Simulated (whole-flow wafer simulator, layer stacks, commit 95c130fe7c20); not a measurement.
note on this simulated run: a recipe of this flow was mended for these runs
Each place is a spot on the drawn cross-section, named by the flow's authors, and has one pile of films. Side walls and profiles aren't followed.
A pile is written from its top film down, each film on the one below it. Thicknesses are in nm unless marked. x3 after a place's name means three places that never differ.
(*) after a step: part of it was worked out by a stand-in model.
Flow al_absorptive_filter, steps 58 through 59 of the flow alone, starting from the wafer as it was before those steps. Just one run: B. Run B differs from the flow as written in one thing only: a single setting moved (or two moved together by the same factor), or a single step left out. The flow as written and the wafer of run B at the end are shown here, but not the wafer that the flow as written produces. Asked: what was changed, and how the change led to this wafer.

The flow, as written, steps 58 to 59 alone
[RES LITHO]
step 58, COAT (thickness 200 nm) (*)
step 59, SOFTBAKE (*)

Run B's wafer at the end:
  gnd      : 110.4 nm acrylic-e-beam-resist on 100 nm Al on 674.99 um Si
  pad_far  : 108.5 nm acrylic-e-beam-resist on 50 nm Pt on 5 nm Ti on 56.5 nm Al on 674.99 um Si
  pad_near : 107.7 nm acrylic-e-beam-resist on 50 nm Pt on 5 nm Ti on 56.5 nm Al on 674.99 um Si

Cause: step 58, COAT: thickness 110 nm was run, though the flow has thickness 200 nm.

The path from the change to this, step by step:
  step 58, COAT (thickness 200 nm) (*)
      xa_field, xl_land, idc_field: +110 acrylic-e-beam-resist (new film) (in the flow as written it would be: +200 acrylic-e-beam-resist (new film))
      gnd: +110.4 acrylic-e-beam-resist (new film) (in the flow as written it would be: +200.6 acrylic-e-beam-resist (new film))
      (and at 10 other places as well)
